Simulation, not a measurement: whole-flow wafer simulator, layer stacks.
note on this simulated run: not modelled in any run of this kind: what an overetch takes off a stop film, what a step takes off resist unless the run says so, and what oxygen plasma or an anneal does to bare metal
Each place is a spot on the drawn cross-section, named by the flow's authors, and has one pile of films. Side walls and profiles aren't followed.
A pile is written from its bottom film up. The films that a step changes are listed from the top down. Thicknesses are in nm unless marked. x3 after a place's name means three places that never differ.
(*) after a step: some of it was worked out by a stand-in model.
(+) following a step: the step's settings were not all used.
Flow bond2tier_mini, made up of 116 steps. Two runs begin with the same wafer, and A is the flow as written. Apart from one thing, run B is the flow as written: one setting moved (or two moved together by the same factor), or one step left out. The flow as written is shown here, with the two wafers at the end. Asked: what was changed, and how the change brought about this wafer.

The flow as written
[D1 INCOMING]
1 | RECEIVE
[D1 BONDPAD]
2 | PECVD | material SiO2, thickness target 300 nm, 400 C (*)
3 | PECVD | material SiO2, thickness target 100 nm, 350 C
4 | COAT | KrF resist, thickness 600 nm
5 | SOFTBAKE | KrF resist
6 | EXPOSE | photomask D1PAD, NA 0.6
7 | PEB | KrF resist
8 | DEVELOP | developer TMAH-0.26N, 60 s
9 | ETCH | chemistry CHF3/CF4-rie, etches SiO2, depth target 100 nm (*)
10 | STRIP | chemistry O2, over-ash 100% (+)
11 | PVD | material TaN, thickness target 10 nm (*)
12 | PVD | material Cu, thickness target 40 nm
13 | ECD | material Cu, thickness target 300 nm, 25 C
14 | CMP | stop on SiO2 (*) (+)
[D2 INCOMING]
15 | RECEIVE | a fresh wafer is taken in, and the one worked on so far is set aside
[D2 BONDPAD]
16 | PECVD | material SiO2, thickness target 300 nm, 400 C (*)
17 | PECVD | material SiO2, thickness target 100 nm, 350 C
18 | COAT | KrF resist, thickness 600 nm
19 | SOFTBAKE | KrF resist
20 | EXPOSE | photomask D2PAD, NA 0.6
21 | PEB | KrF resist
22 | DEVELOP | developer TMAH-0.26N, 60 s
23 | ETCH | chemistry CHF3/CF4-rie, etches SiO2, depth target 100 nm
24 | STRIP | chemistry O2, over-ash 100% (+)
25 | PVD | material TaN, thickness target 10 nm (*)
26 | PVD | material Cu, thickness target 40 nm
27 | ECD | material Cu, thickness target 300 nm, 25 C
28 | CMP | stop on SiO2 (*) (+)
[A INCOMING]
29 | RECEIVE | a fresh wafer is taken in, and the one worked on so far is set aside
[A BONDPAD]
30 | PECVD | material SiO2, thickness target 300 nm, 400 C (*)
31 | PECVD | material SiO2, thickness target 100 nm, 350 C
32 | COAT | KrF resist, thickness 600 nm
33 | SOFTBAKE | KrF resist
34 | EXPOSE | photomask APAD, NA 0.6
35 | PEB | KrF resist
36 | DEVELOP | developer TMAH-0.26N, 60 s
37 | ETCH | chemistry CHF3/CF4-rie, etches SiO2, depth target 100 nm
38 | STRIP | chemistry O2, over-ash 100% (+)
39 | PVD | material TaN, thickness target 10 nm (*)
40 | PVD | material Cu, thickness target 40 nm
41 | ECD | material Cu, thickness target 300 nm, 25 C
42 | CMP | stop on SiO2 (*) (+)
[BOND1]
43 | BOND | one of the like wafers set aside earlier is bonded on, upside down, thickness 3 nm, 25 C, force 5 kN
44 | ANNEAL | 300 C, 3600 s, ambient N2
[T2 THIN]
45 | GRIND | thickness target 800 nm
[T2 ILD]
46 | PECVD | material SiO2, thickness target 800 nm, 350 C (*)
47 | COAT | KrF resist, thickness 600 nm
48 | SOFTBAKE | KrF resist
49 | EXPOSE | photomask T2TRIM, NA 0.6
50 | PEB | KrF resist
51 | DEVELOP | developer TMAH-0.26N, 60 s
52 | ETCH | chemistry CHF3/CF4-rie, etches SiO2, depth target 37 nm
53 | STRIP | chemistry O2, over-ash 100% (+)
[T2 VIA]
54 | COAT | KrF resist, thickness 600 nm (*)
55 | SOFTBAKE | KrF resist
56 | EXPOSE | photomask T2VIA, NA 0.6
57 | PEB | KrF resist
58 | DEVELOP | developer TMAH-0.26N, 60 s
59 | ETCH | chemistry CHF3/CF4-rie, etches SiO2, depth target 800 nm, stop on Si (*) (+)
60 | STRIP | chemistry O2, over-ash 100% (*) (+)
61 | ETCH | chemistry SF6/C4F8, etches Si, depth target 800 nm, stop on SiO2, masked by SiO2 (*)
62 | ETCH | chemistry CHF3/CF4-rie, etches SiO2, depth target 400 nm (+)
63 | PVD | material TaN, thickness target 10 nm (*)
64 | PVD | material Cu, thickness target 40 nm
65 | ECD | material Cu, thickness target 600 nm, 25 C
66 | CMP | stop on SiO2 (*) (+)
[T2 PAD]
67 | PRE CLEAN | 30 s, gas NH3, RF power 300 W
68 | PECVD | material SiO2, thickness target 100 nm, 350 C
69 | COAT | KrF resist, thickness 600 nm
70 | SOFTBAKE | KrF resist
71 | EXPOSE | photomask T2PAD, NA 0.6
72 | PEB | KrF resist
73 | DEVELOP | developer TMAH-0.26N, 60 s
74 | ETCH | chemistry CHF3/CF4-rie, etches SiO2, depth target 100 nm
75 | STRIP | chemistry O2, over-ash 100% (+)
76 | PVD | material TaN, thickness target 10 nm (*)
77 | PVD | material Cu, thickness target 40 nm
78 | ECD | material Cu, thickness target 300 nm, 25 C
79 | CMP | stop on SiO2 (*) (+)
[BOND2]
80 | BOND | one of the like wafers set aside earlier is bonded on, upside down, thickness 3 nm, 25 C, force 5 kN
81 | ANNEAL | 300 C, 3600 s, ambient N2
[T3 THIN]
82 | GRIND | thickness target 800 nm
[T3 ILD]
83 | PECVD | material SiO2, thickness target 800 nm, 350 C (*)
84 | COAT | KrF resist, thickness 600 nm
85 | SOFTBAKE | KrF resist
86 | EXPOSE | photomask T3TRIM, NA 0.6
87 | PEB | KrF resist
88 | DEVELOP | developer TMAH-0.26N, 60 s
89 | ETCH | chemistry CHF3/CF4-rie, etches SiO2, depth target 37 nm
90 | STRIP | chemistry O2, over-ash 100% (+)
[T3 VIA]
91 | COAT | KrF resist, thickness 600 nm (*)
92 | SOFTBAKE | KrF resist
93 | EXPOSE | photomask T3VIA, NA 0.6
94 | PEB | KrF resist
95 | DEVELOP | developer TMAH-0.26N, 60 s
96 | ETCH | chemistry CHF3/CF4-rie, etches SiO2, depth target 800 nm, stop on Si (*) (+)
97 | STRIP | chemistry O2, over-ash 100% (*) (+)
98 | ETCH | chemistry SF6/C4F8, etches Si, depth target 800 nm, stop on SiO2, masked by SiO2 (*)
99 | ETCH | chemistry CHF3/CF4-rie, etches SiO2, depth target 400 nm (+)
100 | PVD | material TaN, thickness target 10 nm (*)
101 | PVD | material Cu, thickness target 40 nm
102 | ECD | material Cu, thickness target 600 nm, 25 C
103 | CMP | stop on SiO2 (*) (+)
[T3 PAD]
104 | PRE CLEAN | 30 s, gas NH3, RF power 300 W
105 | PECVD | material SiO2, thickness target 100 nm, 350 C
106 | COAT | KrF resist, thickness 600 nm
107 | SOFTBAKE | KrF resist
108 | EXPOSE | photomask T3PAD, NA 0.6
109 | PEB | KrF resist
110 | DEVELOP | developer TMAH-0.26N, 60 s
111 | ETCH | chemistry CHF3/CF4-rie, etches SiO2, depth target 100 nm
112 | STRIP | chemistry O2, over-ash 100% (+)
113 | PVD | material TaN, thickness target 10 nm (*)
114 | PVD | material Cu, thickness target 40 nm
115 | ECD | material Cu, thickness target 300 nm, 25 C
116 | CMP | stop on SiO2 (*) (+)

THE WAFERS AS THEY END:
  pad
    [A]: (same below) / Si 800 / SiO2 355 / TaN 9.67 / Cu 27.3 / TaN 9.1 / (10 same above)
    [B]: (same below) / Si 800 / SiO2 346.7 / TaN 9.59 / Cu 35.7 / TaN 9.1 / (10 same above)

What caused this: step 52, ETCH: depth target 45.3 nm was run, whereas the flow has depth target 37 nm.

The path from the change to this, step by step:
  52 | ETCH | chemistry CHF3/CF4-rie, etches SiO2, depth target 37 nm
      pad, via: A -37 SiO2 | B -45.3 SiO2
      field: A -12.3 KrF resist | B -15.1 KrF resist
